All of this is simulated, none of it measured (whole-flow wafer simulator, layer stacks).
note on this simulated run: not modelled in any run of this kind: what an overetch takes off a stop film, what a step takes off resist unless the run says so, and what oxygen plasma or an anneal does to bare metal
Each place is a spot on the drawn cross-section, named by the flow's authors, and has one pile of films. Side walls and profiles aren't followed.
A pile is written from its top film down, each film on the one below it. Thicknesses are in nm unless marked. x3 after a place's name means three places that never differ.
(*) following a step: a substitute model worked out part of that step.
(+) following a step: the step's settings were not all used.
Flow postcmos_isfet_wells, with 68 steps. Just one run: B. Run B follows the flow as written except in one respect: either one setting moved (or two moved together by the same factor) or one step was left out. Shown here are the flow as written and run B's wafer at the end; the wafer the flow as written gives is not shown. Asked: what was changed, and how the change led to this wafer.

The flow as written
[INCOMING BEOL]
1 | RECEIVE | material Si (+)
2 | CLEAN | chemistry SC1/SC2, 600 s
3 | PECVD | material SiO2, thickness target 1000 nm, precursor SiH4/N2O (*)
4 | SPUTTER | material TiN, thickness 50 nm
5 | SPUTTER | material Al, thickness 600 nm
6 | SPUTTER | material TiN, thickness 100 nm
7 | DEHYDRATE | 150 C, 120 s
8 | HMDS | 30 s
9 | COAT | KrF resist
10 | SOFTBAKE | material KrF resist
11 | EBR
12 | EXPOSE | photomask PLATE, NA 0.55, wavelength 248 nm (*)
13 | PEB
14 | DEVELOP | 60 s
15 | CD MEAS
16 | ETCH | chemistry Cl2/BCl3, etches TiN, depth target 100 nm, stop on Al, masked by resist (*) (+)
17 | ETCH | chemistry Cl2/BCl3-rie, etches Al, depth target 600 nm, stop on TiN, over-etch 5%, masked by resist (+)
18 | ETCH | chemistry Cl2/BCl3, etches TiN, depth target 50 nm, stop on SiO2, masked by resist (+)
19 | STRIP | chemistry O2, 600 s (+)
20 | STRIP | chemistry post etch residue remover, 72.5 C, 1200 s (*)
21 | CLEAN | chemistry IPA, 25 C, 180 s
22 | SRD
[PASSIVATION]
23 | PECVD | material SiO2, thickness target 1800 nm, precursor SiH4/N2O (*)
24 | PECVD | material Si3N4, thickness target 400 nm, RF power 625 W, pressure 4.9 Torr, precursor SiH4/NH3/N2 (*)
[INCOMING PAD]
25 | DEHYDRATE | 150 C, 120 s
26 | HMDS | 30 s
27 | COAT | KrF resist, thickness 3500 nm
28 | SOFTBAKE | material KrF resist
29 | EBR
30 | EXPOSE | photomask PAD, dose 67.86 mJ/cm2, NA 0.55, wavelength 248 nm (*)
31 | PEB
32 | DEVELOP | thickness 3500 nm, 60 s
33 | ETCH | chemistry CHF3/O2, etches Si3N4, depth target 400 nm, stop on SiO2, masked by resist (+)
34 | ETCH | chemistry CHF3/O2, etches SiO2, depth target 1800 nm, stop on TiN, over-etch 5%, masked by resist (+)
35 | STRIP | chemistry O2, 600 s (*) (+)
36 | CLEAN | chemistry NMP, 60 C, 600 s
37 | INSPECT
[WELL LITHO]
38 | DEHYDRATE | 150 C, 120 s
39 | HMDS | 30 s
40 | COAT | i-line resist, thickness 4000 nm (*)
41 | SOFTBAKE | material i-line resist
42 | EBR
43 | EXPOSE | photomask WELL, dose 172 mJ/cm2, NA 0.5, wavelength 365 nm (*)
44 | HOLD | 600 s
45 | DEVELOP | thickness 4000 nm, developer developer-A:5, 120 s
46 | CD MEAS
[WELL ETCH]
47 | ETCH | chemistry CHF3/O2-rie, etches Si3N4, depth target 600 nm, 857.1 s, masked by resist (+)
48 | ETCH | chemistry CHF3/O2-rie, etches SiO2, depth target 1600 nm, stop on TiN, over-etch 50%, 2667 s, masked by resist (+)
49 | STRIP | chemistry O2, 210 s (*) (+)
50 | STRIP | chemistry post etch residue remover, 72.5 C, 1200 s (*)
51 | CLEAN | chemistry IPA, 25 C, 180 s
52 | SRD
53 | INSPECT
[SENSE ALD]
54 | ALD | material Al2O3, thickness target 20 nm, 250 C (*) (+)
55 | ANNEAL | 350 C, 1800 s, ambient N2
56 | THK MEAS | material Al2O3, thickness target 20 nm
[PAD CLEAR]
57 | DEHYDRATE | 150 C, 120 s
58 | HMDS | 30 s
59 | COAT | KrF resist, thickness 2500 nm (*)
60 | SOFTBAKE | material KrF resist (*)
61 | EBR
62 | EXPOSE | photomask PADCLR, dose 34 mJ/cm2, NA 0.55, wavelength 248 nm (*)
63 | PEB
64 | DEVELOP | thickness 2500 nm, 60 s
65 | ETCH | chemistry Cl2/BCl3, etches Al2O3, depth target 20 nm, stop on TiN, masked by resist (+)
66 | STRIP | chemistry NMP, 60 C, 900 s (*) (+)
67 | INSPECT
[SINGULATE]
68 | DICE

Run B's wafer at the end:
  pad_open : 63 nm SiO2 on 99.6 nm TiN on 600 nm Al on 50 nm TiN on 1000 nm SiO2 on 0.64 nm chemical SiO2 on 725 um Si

Cause: step 33, ETCH: depth target 340 nm was run, though the flow has depth target 400 nm.

How this came from the change, step by step:
  33 | ETCH | chemistry CHF3/O2, etches Si3N4, depth target 400 nm, stop on SiO2, masked by resist (+)
      pad_open: -340 Si3N4 (as written it would have been: -400 Si3N4 (all of it))
      field, margin, well900, well1300 x3, pad_rim, pad_clr: -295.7 KrF resist (as written it would have been: -347.8 KrF resist)
  34 | ETCH | chemistry CHF3/O2, etches SiO2, depth target 1800 nm, stop on TiN, over-etch 5%, masked by resist (+)
      pad_open: -60 Si3N4 (all of it), -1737 SiO2 (as written it would have been: -1800 SiO2 (all of it))
  35 | STRIP | chemistry O2, 600 s (*) (+)
      field, margin, well900, well1300 x3, pad_rim, pad_clr: -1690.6 KrF resist (all of it) (as written it would have been: -1638.4 KrF resist (all of it))
  41 | SOFTBAKE | material i-line resist
      pad_clr: -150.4 i-line resist (as written it would have been: -156.7 i-line resist)
      pad_open: +112.5 i-line resist (as written it would have been: +115.3 i-line resist)
